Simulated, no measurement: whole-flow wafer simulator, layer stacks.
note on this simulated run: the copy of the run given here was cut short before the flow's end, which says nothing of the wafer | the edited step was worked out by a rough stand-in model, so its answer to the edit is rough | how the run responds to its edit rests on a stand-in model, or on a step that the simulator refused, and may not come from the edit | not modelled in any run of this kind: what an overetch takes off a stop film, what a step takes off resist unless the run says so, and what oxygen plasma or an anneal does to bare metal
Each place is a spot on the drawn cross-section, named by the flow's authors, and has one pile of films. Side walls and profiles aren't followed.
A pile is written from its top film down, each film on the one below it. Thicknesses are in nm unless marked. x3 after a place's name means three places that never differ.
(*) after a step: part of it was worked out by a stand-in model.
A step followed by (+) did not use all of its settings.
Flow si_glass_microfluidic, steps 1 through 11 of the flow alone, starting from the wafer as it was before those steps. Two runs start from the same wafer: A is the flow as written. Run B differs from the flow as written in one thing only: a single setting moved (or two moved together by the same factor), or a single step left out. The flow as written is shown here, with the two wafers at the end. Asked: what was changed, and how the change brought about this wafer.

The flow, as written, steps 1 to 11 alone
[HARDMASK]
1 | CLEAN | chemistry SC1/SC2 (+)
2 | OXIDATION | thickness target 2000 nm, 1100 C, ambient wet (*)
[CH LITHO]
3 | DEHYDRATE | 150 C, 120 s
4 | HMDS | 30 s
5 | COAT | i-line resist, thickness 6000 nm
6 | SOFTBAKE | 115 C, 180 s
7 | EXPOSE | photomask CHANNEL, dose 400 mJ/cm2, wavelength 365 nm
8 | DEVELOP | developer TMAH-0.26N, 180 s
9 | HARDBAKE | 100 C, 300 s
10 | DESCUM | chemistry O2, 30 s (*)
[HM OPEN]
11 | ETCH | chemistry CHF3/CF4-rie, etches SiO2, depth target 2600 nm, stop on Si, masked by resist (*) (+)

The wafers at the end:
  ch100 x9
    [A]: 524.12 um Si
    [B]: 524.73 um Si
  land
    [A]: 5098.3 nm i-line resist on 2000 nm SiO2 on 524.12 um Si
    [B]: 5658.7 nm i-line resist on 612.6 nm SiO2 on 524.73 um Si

What caused this: step 2, OXIDATION: 880 C was run, while the flow as written has 1100 C.

How this came from the change, step by step:
  2 | OXIDATION | thickness target 2000 nm, 1100 C, ambient wet (*)
      land, ch100 x9: A SiO2 gains 2000 (new film), chemical SiO2 loses 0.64 (all of it), Si loses 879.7 | B SiO2 gains 612.6 (new film), chemical SiO2 loses 0.64 (all of it), Si loses 269.2
  11 | ETCH | chemistry CHF3/CF4-rie, etches SiO2, depth target 2600 nm, stop on Si, masked by resist (*) (+)
      ch100 x9: A SiO2 loses 2000 (all of it) | B SiO2 loses 612.6 (all of it)
      land: A i-line resist loses 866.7 | B i-line resist loses 306.3
